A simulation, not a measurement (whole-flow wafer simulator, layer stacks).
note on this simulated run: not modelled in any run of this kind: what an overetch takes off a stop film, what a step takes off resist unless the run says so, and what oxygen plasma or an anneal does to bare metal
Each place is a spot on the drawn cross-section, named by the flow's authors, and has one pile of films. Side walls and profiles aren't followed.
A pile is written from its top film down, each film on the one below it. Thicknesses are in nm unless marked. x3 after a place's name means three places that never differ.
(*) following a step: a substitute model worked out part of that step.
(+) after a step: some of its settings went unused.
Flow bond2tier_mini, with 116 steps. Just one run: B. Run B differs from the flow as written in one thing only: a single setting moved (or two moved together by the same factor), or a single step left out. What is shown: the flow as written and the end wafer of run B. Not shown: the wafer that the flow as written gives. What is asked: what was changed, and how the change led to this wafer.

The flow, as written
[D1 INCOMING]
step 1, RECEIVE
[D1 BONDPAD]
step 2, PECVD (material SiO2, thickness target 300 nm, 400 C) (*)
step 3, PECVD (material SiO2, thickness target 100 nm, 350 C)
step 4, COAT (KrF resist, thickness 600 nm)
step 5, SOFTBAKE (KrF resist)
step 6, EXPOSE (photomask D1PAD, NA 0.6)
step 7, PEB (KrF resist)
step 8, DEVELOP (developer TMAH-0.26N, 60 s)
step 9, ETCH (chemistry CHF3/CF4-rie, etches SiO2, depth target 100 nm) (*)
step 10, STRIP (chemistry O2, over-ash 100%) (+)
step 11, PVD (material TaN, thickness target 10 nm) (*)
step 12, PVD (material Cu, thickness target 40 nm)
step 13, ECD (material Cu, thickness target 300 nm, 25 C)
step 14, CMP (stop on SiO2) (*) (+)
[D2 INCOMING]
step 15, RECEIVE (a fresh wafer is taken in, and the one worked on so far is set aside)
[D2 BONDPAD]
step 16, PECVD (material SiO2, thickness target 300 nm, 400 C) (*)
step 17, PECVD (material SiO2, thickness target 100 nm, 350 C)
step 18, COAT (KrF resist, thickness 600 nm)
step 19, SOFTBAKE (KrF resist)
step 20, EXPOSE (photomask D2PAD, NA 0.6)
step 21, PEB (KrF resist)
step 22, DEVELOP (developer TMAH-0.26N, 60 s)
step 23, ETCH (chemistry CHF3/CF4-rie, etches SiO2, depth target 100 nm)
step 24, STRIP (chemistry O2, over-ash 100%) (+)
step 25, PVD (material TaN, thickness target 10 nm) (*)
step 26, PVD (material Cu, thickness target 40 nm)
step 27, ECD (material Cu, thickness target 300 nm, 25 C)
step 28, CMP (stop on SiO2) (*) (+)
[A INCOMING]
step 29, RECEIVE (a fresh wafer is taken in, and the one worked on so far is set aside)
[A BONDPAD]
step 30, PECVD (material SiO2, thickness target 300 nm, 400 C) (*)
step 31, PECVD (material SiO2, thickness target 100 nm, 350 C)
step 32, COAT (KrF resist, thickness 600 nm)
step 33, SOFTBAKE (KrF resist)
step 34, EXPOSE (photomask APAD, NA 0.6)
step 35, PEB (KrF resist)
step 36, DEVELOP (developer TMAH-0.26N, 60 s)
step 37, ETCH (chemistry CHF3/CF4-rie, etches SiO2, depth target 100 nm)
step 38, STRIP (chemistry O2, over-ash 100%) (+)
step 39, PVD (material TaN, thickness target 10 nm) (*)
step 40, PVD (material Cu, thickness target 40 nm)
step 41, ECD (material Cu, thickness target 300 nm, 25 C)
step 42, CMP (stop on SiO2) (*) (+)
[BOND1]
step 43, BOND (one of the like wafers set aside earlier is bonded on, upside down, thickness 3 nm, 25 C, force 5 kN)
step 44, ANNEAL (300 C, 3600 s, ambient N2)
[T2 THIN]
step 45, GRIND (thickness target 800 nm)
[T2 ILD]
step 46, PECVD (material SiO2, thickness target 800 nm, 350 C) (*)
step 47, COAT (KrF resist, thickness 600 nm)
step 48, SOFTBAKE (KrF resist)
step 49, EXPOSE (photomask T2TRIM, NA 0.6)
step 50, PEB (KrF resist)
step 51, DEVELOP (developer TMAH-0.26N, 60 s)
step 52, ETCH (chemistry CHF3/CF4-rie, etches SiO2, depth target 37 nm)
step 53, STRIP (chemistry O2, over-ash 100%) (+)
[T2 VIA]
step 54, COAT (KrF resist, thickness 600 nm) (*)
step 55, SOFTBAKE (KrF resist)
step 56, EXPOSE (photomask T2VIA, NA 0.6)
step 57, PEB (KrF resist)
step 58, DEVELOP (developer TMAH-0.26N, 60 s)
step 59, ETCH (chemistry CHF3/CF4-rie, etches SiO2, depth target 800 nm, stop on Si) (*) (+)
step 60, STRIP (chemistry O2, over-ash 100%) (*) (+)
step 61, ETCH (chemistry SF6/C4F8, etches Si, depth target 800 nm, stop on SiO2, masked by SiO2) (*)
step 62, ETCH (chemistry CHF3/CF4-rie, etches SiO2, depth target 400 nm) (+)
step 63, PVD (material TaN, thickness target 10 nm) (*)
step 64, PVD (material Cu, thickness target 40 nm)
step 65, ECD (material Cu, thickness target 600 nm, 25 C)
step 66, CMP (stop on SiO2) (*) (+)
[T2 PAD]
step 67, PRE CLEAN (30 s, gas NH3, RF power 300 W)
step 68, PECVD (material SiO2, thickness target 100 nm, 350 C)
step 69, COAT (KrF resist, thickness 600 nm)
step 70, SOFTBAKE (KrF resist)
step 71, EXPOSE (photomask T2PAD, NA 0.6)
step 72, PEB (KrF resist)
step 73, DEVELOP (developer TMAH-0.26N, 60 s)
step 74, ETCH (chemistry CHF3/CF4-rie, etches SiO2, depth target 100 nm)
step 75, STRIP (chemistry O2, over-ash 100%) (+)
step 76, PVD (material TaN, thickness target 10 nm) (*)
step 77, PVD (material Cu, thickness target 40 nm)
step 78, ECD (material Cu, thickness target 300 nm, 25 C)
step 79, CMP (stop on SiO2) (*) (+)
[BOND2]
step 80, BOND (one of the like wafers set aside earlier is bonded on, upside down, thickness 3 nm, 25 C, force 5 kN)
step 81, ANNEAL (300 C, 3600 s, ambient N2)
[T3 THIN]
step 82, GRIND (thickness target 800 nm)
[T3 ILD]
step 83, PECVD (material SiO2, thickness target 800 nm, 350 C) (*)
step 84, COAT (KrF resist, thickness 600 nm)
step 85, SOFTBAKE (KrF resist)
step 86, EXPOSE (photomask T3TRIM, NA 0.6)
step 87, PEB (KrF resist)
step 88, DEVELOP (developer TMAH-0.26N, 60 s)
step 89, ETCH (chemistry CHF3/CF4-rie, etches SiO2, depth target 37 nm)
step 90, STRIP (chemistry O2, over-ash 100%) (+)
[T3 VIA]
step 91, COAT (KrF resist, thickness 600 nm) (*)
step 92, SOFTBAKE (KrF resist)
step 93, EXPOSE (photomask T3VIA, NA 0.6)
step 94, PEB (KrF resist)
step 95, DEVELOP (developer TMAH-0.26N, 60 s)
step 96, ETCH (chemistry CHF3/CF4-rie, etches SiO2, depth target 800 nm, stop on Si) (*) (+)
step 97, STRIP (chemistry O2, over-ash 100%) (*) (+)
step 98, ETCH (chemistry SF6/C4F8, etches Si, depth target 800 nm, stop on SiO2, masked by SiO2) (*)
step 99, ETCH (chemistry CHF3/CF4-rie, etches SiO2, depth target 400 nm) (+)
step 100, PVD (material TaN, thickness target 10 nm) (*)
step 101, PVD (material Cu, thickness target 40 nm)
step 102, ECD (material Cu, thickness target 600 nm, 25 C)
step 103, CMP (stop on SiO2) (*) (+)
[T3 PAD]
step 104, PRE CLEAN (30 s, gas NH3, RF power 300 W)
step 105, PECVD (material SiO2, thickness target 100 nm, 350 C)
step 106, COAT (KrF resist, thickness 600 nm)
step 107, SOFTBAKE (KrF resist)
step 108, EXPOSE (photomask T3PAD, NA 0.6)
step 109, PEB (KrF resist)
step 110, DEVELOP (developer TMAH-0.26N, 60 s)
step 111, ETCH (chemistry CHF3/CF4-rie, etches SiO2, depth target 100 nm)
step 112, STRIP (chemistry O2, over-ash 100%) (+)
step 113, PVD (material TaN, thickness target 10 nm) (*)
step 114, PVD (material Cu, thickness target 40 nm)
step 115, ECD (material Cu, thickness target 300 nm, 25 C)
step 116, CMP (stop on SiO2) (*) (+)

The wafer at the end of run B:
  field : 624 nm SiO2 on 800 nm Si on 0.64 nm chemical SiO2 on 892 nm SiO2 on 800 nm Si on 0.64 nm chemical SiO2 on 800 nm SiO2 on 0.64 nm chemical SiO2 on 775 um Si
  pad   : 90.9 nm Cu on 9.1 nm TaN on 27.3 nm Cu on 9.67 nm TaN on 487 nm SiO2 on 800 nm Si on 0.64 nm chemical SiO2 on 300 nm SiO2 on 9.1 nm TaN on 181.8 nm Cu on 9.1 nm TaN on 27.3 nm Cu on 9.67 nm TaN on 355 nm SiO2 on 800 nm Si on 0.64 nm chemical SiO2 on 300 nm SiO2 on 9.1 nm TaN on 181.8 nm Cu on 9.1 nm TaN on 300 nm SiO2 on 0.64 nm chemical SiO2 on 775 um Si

The reason: step 99, ETCH: depth target 268 nm was run, whereas the flow has depth target 400 nm.

The path from the change to this, step by step:
  step 99, ETCH (chemistry CHF3/CF4-rie, etches SiO2, depth target 400 nm) (+)
      field, pad: SiO2 loses 268 (in the flow as written it would be: SiO2 loses 400)
